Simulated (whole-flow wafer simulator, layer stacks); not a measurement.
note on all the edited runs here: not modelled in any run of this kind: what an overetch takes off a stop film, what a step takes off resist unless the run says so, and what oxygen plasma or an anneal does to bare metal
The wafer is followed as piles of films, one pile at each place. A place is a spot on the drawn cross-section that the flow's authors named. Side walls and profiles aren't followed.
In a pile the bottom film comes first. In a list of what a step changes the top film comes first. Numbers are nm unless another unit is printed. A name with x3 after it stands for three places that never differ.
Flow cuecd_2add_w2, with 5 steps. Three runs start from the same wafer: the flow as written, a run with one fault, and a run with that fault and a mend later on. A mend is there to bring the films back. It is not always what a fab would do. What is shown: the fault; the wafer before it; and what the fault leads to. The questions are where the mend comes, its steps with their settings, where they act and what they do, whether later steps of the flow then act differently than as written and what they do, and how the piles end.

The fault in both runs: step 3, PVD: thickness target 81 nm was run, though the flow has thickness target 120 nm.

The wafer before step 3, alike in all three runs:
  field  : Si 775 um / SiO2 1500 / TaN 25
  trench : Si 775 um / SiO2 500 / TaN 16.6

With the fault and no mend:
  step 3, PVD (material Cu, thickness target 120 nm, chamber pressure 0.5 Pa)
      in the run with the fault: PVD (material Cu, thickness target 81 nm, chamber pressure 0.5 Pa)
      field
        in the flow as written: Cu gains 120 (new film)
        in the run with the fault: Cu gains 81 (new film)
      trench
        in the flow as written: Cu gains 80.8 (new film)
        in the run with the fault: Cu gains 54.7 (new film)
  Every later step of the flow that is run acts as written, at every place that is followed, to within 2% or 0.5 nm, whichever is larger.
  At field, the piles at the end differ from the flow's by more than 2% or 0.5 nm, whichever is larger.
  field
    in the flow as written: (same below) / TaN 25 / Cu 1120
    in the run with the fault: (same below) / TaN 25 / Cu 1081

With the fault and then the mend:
  The mend follows step 3.
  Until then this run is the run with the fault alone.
  step 3a, PVD (material Cu, thickness target 39 nm, chamber pressure 0.5 Pa) (a further turn of the flow's step 3, with different settings)
      field
        Cu gains 39
      trench
        Cu gains 25.7
  Every later step of the flow that is run acts as written, at every place that is followed, to within 2% or 0.5 nm, whichever is larger.
  At every place that both follow, the piles at the end match the flow's.
